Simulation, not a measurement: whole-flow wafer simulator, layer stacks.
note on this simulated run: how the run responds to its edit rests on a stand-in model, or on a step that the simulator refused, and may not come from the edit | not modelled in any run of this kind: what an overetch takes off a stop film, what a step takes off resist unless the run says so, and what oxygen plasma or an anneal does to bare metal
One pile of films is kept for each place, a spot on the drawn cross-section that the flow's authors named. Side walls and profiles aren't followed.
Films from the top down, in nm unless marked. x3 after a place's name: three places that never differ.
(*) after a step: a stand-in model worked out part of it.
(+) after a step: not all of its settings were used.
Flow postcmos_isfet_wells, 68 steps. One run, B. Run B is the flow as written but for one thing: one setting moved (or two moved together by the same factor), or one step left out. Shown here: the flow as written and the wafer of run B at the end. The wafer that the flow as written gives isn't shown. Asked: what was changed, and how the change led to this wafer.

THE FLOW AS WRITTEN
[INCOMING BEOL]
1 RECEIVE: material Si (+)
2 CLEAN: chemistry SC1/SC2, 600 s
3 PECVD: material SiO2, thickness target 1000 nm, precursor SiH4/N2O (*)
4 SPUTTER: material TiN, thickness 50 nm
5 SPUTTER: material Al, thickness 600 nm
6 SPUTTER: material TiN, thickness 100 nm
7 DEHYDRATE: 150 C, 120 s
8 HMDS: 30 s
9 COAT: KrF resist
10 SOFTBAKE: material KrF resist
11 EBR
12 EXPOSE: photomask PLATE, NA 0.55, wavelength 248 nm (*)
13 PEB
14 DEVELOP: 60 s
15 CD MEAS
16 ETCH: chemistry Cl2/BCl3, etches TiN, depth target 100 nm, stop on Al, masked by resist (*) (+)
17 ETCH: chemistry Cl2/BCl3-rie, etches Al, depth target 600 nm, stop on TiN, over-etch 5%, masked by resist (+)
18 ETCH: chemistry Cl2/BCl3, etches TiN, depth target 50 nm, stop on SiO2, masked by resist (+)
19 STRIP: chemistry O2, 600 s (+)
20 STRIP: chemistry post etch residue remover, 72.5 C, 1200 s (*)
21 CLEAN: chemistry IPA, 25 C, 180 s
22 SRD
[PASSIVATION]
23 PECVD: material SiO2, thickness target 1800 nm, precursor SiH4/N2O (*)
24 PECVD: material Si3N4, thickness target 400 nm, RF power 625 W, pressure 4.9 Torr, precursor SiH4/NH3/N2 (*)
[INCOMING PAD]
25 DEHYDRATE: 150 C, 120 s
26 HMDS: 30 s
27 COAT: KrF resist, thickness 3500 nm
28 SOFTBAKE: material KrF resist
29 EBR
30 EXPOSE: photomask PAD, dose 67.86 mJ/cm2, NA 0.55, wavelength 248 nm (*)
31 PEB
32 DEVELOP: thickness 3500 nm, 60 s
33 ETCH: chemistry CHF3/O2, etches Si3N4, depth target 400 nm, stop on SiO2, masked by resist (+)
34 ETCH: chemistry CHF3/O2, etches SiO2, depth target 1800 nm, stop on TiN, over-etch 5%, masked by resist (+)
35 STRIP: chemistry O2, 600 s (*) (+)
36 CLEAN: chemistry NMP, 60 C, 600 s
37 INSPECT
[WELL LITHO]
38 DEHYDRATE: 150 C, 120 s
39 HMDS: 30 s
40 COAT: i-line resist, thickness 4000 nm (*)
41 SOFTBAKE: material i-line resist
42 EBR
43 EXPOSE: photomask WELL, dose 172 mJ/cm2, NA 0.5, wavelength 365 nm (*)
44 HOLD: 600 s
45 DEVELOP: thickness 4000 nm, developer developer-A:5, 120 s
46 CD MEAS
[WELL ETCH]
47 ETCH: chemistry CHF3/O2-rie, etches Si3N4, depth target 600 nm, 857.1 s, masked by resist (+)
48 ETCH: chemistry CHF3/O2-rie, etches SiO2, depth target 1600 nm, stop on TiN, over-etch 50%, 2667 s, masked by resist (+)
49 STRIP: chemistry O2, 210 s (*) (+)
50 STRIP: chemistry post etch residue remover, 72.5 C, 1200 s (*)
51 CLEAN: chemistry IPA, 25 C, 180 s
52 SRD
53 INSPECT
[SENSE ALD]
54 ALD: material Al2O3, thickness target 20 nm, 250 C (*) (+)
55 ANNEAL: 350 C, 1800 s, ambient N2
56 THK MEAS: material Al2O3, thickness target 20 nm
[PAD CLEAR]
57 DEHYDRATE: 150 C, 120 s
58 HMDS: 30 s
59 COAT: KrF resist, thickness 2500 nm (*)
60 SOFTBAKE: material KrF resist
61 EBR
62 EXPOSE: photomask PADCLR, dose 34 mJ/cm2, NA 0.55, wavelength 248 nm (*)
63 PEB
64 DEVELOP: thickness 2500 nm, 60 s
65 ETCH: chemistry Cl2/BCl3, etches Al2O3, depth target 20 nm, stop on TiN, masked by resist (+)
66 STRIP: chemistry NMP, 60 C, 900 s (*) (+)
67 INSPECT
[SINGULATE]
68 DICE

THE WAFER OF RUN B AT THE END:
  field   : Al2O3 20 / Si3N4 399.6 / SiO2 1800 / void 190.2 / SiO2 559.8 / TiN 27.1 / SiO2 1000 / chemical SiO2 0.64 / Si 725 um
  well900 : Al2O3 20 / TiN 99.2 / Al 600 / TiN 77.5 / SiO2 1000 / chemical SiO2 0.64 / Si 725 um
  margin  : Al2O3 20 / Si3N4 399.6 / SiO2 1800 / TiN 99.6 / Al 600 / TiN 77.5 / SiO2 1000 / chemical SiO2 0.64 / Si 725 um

The cause: step 4, SPUTTER: thickness 77.5 nm was run, where the flow has thickness 50 nm.
It can be read off the wafer: well900 has TiN 77.5, and step 4 as written asks for 50 nm.

How the change led to this, step by step:
  4 SPUTTER: material TiN, thickness 50 nm
      field, margin, well900, well1300 x3, pad_rim, pad_clr, pad_open: TiN +77.5 (new film) (as written it would be: TiN +50 (new film))
  18 ETCH: chemistry Cl2/BCl3, etches TiN, depth target 50 nm, stop on SiO2, masked by resist (+)
      field: TiN -50 (as written it would be: TiN -50 (all of it))
  23 PECVD: material SiO2, thickness target 1800 nm, precursor SiH4/N2O (*)
      field: SiO2 +1800 (new film), void +190.2 (new film), SiO2 +559.8 (new film) (as written it would be: SiO2 +1800 (new film), void +189.9 (new film), SiO2 +559.7)
Counting metal films that touch as one body, field has 1 body; the flow as written gives 0 bodies.
